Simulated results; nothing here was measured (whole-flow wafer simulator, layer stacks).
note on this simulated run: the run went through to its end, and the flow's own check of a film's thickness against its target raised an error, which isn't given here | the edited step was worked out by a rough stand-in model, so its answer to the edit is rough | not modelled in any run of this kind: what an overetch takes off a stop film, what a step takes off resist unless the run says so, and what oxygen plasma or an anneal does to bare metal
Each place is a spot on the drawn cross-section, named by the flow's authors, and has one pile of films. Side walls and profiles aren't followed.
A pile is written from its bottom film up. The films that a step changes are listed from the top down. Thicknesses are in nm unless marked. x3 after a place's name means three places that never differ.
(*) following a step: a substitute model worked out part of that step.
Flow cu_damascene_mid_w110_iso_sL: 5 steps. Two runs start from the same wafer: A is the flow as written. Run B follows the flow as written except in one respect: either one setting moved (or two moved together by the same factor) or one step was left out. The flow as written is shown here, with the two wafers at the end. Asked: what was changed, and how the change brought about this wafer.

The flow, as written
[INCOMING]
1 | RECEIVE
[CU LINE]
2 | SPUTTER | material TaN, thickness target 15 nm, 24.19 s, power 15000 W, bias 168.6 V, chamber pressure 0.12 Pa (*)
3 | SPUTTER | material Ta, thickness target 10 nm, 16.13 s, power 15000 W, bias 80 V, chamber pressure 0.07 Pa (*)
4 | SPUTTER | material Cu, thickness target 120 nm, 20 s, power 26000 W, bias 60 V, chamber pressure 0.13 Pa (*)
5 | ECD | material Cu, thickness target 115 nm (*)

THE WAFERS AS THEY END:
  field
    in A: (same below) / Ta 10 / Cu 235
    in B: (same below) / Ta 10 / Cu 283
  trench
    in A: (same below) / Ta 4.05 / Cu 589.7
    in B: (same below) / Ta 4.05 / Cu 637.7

Cause: step 4, SPUTTER: 28 s was run, though the flow has 20 s.

How this came from the change, step by step:
  4 | SPUTTER | material Cu, thickness target 120 nm, 20 s, power 26000 W, bias 60 V, chamber pressure 0.13 Pa (*)
      field: A +120 Cu (new film) | B +168 Cu (new film)
      trench: A +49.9 Cu (new film) | B +69.9 Cu (new film)
  5 | ECD | material Cu, thickness target 115 nm (*)
      trench: A +539.8 Cu | B +567.8 Cu
